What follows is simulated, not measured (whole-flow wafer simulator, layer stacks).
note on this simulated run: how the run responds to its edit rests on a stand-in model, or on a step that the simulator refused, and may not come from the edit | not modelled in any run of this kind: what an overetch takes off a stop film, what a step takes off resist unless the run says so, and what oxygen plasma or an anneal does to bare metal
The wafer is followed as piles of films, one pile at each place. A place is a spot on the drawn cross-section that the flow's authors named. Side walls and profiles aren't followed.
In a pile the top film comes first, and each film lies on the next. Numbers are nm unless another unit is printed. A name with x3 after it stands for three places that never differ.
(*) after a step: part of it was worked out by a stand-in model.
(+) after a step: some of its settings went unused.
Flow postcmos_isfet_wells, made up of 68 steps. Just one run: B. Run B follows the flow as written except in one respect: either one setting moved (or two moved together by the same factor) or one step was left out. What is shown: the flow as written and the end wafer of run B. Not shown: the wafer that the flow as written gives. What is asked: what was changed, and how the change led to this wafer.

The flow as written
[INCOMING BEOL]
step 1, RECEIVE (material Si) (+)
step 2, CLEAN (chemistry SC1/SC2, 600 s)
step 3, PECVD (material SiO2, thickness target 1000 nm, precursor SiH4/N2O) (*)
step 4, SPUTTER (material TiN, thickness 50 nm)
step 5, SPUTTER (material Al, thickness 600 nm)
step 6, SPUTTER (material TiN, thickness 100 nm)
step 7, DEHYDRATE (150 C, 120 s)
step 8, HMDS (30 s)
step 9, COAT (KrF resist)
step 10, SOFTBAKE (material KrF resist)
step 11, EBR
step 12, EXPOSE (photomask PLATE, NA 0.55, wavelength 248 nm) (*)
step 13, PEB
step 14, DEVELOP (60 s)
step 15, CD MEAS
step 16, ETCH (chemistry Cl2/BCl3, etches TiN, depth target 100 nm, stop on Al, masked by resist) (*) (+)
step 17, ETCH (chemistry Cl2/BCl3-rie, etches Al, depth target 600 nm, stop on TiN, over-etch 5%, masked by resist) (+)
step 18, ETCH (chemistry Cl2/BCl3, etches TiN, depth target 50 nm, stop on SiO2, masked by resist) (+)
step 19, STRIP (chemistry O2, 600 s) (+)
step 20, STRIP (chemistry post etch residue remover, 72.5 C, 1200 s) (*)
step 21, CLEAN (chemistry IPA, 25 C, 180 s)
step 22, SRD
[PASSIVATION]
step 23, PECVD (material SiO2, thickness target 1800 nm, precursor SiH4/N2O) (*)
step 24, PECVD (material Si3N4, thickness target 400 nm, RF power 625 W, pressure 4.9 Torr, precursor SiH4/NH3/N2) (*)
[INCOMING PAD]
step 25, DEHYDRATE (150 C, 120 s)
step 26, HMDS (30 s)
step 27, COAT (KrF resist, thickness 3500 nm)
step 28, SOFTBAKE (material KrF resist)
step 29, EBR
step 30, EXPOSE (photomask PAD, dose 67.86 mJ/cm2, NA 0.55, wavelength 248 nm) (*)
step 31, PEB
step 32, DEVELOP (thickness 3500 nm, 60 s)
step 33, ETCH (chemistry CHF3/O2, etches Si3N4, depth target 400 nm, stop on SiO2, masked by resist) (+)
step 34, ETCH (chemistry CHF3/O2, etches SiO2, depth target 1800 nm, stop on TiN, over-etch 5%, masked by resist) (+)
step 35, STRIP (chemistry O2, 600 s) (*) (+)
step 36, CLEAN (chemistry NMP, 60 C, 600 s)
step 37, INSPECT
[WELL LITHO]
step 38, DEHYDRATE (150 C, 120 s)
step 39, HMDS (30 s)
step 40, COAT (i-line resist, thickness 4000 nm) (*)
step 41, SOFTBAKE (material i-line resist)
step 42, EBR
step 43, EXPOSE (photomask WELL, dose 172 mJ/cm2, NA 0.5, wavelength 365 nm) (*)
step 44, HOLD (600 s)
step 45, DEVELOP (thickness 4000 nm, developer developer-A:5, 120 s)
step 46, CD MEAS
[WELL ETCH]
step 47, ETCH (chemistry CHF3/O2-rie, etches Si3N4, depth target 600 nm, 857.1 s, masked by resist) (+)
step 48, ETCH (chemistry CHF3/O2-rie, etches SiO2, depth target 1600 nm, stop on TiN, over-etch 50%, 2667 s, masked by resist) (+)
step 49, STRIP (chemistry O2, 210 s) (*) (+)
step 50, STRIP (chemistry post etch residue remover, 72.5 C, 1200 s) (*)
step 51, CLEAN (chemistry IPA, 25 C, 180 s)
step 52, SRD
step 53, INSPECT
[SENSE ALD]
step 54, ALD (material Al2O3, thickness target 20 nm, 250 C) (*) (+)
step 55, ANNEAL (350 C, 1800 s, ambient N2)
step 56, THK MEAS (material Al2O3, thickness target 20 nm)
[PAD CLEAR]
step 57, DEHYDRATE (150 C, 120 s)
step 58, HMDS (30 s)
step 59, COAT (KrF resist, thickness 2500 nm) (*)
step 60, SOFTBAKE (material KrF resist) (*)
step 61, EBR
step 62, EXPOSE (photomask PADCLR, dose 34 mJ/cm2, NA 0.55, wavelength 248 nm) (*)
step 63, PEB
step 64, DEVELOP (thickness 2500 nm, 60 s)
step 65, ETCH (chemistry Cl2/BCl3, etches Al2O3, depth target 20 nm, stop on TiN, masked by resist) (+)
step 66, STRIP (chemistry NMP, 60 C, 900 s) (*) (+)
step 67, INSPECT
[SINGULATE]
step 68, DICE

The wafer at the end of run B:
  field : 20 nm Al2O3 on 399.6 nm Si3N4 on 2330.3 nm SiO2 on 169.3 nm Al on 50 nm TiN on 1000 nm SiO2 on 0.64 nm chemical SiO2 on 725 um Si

Cause: step 17, ETCH: depth target 375 nm was run, whereas the flow has depth target 600 nm.

Step by step, how the change led to this:
  step 17, ETCH (chemistry Cl2/BCl3-rie, etches Al, depth target 600 nm, stop on TiN, over-etch 5%, masked by resist) (+)
      field: Al loses 375 (in the flow as written it would be: Al loses 600 (all of it))
      margin, well900, well1300, well2000, well3000, pad_rim, pad_clr, pad_open: KrF resist loses 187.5 (in the flow as written it would be: KrF resist loses 300)
  step 18, ETCH (chemistry Cl2/BCl3, etches TiN, depth target 50 nm, stop on SiO2, masked by resist) (+)
      field: Al loses 50 (in the flow as written it would be: TiN loses 50 (all of it))
  step 19, STRIP (chemistry O2, 600 s) (+)
      margin, well900, well1300, well2000, well3000, pad_rim, pad_clr, pad_open: KrF resist loses 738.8 (all of it) (in the flow as written it would be: KrF resist loses 626.3 (all of it))
  step 20, STRIP (chemistry post etch residue remover, 72.5 C, 1200 s) (*)
      field: Al loses 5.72 (in the flow as written it would be: nothing)
  step 23, PECVD (material SiO2, thickness target 1800 nm, precursor SiH4/N2O) (*)
      field: SiO2 gains 2330.3 (new film) (in the flow as written it would be: SiO2 gains 1800 (new film), void gains 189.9 (new film), SiO2 gains 559.7)
Taking metal films that touch as one body, field has 1 body; the flow as written gives 0 bodies.
